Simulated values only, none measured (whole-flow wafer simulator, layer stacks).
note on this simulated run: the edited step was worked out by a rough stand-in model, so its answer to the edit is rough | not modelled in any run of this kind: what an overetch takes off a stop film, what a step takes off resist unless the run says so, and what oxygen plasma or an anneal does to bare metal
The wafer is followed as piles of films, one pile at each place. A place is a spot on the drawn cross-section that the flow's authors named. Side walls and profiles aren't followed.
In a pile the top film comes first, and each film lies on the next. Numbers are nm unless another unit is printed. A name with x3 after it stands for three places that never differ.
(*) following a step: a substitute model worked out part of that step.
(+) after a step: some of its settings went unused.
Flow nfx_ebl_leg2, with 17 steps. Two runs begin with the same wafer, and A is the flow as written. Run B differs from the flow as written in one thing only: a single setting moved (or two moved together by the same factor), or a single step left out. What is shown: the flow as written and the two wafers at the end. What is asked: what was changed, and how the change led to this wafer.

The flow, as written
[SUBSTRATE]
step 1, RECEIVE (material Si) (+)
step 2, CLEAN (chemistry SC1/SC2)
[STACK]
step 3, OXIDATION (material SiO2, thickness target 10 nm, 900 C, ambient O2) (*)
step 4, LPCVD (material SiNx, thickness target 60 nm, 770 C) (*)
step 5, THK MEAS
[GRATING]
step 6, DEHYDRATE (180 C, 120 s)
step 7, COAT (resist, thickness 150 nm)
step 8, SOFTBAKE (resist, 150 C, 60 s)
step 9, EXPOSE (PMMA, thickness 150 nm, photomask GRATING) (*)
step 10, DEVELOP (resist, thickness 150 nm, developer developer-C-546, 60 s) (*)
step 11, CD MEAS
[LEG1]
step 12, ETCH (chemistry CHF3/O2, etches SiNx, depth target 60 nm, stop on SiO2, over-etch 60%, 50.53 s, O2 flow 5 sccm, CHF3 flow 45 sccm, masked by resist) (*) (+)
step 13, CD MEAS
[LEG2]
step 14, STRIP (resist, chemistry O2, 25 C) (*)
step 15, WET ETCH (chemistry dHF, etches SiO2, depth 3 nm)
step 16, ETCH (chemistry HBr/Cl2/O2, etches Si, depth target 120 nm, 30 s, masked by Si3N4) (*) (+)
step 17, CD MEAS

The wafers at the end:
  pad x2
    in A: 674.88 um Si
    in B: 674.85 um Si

What caused this: step 16, ETCH: depth target 141 nm was run, though the flow has depth target 120 nm.

Step by step, how the change led to this:
  step 16, ETCH (chemistry HBr/Cl2/O2, etches Si, depth target 120 nm, 30 s, masked by Si3N4) (*) (+)
      pad x2: A -120 Si | B -141 Si
